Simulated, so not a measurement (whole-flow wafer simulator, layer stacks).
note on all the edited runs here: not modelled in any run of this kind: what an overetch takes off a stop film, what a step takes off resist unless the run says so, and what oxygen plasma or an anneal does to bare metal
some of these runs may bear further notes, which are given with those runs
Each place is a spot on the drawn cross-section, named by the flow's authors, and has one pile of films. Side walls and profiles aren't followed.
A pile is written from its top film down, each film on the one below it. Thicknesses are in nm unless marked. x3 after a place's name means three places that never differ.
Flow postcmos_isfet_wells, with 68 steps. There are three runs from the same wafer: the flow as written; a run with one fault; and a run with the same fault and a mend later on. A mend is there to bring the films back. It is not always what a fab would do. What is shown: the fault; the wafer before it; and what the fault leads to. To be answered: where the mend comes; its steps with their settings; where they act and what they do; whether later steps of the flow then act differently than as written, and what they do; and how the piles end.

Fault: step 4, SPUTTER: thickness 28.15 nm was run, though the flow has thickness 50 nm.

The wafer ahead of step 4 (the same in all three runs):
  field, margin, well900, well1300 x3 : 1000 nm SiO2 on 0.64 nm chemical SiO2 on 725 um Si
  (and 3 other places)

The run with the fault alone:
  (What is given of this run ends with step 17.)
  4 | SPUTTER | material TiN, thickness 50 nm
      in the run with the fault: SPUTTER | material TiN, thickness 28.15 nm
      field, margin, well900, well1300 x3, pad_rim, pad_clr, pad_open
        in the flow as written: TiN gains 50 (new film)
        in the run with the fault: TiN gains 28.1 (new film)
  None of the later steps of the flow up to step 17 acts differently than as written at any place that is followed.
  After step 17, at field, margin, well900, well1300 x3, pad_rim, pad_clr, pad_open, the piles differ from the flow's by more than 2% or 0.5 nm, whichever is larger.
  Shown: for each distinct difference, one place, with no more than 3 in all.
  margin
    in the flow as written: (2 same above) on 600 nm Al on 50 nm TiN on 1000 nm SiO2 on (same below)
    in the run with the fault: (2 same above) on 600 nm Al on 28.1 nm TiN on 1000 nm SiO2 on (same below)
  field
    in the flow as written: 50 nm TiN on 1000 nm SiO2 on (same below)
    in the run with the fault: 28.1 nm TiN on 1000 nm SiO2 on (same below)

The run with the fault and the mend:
  The mend follows step 4.
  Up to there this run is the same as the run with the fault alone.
  4a | ETCH | chemistry peroxide tin strip, depth target 32.37 nm
      field, margin, well900, well1300 x3, pad_rim, pad_clr, pad_open
        TiN loses 28.1 (all of it)
  4b | SPUTTER | material TiN, thickness 50 nm (the flow's step 4, run once more)
      field, margin, well900, well1300 x3, pad_rim, pad_clr, pad_open
        TiN gains 50 (new film)
  None of the later steps of the flow acts differently than as written at any place that is followed.
  At every place that both follow, the piles at the end match the flow's.
